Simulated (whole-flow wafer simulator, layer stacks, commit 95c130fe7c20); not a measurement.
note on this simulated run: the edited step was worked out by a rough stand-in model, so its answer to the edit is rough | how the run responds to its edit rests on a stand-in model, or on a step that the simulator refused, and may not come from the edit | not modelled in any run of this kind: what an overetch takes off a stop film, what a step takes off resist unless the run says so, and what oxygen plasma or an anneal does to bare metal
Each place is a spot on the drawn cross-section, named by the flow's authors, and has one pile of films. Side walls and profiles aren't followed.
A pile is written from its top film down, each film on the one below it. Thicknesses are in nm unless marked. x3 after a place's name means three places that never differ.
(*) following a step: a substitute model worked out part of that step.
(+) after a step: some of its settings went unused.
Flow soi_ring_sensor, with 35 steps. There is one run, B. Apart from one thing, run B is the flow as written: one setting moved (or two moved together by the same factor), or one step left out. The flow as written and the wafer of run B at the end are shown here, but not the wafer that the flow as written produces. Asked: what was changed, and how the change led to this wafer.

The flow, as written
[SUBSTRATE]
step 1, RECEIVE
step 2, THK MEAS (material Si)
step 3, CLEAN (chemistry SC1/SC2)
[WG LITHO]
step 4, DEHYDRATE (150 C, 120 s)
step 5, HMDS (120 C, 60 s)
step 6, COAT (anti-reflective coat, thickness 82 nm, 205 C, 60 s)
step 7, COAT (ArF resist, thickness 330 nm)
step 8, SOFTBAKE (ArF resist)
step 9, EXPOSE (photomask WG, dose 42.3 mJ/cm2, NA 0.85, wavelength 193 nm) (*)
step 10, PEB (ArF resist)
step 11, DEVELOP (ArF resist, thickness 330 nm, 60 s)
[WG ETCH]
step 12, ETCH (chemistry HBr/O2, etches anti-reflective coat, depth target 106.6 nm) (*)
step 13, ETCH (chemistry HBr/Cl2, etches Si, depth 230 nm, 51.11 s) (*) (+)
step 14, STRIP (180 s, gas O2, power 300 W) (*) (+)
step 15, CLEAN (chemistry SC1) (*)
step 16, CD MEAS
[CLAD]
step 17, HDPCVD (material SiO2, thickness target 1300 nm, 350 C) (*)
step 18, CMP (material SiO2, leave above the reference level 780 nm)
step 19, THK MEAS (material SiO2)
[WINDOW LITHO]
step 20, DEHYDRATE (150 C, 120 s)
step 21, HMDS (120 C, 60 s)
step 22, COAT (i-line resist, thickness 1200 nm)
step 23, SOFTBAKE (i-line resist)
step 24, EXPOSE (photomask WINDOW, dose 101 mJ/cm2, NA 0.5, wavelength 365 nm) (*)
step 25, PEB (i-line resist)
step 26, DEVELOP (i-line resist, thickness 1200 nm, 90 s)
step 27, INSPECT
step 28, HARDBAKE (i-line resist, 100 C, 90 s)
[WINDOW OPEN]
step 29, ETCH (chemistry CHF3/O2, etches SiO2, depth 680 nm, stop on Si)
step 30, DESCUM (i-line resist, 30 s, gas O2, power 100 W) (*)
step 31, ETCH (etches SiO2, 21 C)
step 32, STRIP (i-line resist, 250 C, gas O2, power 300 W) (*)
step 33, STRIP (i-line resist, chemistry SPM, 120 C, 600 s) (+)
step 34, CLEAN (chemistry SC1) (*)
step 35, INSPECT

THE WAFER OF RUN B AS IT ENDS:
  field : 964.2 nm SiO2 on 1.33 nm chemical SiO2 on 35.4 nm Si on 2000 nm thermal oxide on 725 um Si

What caused this: step 13, ETCH: depth 184 nm was run, though the flow has depth 230 nm; step 13, ETCH: 40.89 s was run, where the flow has 51.11 s.

How this came from the change, step by step:
  step 13, ETCH (chemistry HBr/Cl2, etches Si, depth 230 nm, 51.11 s) (*) (+)
      gap, window, field, gap_clad: Si loses 184 (it would be, as written: Si loses 220 (all of it), thermal oxide loses 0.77)
      core, core_clad: ArF resist loses 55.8 (it would be, as written: ArF resist loses 69.7)
  step 14, STRIP (180 s, gas O2, power 300 W) (*) (+)
      gap, window, field, gap_clad: chemical SiO2 gains 1.33 (new film), Si loses 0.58 (it would be, as written: nothing)
      core, core_clad: ArF resist loses 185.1 (all of it), anti-reflective coat loses 82 (all of it), chemical SiO2 gains 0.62, Si loses 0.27 (it would be, as written: ArF resist loses 171.2 (all of it), anti-reflective coat loses 82 (all of it), chemical SiO2 gains 0.63, Si loses 0.28)
  step 18, CMP (material SiO2, leave above the reference level 780 nm)
      gap, window, field, gap_clad: SiO2 loses 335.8 (it would be, as written: SiO2 loses 298.2)
